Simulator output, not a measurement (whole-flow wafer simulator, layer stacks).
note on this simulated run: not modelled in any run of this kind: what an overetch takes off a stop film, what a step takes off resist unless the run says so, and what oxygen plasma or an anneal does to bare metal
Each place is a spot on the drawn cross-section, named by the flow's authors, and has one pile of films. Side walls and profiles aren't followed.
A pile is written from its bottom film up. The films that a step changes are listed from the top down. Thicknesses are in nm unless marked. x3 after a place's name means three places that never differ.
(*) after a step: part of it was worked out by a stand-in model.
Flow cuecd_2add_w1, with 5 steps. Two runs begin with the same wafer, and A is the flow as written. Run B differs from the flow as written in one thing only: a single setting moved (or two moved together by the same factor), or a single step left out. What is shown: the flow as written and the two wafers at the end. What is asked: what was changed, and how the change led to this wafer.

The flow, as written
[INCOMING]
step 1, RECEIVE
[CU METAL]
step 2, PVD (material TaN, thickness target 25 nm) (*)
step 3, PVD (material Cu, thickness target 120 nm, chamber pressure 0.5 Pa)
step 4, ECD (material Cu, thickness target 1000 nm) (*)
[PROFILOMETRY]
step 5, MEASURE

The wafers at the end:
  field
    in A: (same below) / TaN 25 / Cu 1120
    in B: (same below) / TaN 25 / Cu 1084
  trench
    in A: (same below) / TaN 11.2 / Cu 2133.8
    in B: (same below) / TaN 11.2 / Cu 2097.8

What caused this: step 3, PVD: thickness target 84 nm was run, while the flow as written has thickness target 120 nm.

Step by step, how the change led to this:
  step 3, PVD (material Cu, thickness target 120 nm, chamber pressure 0.5 Pa)
      field: A Cu gains 120 (new film) | B Cu gains 84 (new film)
      trench: A Cu gains 53.6 (new film) | B Cu gains 37.9 (new film)
